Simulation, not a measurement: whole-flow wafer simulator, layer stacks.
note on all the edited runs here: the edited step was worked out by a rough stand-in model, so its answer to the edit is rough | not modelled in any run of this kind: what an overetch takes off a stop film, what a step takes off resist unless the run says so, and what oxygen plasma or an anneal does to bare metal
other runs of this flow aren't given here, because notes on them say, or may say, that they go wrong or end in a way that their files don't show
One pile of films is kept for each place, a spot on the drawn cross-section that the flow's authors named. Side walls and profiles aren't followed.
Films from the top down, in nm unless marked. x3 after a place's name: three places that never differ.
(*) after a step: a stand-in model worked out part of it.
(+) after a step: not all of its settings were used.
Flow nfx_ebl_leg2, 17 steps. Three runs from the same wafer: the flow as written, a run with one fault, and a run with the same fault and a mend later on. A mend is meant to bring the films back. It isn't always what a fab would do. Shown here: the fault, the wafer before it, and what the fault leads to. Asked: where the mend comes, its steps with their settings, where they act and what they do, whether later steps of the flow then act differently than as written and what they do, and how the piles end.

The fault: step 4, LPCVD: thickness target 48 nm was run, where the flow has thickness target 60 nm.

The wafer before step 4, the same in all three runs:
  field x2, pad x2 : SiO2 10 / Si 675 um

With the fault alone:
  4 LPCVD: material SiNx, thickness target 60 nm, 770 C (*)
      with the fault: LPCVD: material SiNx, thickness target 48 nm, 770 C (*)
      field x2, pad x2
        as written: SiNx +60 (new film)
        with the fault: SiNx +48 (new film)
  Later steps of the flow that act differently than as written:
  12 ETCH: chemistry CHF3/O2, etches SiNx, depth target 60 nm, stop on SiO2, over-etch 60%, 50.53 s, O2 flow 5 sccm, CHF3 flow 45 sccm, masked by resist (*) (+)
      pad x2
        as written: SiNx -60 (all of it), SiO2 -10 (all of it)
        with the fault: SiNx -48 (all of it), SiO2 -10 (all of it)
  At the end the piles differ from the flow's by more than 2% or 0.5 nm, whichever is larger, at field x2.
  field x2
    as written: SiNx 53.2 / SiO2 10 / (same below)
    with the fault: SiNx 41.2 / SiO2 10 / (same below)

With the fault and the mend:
  The mend comes after step 5.
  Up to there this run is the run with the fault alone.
  5a LPCVD: material SiNx, thickness target 12 nm, 770 C (*) (the flow's step 4 once more, with other settings)
      field x2, pad x2
        SiNx +12
  No later step of the flow acts differently than as written at any place that is followed.
  At the end the piles are the same as the flow's at every place that both follow.
